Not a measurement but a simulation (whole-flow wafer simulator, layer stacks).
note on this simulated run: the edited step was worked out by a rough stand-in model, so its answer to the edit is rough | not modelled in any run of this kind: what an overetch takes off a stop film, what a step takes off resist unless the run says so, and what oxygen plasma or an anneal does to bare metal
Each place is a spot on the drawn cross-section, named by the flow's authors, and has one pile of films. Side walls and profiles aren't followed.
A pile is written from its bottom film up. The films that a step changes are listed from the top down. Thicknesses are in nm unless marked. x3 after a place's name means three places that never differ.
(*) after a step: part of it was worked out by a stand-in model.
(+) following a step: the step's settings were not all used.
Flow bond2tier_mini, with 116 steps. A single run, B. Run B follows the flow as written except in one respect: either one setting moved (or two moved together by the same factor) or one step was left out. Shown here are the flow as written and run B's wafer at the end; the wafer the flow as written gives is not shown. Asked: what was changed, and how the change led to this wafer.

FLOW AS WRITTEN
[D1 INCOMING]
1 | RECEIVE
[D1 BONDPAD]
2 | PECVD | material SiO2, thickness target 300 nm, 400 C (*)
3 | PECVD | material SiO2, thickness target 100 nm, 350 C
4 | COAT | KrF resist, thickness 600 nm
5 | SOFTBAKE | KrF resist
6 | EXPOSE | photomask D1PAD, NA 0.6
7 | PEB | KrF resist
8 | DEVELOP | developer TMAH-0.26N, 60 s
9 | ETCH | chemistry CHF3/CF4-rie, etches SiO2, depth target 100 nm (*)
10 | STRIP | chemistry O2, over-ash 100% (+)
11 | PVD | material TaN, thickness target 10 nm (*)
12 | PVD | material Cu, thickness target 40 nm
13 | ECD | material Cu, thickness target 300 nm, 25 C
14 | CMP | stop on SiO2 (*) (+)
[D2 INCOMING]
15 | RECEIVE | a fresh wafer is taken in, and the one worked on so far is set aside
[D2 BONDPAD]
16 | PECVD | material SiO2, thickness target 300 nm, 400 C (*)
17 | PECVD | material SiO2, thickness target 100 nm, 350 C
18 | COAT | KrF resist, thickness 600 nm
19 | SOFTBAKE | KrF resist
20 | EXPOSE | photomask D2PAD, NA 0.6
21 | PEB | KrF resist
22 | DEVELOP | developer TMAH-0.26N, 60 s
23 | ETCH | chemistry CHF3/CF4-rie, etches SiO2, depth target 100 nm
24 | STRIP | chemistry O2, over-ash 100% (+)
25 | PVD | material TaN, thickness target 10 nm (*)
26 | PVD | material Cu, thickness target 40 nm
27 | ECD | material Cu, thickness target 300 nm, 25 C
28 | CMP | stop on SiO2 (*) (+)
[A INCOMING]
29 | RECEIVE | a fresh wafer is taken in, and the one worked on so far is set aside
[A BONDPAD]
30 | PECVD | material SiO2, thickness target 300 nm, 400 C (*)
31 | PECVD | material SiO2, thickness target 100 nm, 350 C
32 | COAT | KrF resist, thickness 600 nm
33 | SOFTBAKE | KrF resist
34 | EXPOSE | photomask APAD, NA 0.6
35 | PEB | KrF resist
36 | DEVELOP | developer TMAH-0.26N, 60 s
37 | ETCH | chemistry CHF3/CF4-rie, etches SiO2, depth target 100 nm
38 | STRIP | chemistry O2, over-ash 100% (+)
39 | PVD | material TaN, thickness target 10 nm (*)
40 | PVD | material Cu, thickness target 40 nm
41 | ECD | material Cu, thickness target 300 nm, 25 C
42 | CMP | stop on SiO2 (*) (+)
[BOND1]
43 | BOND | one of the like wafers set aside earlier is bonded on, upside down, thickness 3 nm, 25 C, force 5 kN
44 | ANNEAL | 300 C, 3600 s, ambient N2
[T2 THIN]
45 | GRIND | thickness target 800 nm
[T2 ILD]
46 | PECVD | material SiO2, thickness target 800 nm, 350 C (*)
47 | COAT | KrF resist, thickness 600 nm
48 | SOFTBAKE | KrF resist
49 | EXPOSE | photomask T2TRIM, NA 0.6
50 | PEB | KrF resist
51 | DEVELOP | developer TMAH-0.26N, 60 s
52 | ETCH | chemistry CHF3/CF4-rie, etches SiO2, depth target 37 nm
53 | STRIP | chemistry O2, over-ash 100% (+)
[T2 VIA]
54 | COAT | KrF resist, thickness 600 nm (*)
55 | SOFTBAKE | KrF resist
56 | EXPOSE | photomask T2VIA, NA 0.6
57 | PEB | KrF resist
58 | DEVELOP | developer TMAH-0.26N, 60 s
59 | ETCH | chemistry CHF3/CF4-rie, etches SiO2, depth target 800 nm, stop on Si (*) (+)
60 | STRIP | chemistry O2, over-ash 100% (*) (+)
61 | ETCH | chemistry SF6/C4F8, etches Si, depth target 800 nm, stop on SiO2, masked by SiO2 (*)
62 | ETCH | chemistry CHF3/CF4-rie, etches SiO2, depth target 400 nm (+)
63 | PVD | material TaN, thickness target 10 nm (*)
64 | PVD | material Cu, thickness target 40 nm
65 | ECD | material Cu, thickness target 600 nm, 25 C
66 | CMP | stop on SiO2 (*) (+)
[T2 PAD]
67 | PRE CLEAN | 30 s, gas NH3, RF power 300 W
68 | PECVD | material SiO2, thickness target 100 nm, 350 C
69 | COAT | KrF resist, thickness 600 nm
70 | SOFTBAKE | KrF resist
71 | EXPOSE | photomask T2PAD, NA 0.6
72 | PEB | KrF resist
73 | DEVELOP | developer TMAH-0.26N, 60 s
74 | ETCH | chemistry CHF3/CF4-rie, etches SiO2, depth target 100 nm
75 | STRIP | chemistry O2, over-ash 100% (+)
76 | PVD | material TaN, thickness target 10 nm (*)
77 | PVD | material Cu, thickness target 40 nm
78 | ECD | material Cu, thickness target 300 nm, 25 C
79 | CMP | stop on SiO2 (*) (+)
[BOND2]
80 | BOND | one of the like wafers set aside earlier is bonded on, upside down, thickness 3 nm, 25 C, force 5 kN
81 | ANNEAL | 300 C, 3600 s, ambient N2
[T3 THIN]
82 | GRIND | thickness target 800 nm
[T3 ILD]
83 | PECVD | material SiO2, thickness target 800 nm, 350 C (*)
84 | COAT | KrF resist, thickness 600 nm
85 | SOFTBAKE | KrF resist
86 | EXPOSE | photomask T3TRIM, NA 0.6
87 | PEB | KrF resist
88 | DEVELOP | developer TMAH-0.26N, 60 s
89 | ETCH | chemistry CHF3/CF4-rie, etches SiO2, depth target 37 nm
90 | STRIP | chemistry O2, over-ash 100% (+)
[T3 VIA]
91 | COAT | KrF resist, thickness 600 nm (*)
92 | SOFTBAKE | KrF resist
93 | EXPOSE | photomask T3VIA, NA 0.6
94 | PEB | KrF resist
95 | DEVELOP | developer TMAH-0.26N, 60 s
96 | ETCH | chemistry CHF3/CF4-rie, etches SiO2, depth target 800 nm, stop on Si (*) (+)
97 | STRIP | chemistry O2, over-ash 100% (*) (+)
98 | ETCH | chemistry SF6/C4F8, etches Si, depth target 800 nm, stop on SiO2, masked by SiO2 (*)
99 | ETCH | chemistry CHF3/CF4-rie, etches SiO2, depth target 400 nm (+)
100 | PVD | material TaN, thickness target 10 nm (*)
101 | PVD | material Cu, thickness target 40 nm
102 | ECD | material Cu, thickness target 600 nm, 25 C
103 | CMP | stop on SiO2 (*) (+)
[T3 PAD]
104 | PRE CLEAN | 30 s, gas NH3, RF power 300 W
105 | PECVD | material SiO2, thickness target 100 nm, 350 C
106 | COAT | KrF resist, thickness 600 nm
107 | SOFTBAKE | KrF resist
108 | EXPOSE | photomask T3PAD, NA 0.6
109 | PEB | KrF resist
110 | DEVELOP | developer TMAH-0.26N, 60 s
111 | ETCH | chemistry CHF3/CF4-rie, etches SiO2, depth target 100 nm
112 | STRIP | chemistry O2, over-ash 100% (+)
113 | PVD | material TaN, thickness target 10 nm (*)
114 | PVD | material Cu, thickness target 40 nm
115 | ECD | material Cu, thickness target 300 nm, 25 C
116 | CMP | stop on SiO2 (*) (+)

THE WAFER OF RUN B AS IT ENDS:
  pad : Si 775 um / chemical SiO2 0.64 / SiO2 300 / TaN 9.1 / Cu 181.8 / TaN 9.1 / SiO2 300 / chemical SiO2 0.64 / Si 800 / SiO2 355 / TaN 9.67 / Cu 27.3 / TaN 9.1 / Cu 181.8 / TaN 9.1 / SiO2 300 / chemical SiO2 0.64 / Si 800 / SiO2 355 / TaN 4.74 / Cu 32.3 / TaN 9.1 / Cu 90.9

What caused this: step 100, PVD: thickness target 4.9 nm was run, though the flow has thickness target 10 nm.

Step by step, how the change led to this:
  100 | PVD | material TaN, thickness target 10 nm (*)
      field: TaN gains 4.9 (new film) (as written it would have been: TaN gains 10 (new film))
      pad: TaN gains 4.74 (new film) (as written it would have been: TaN gains 9.67 (new film))
  103 | CMP | stop on SiO2 (*) (+)
      field: Cu loses 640 (all of it), TaN loses 4.9 (all of it) (as written it would have been: Cu loses 640 (all of it), TaN loses 10 (all of it))
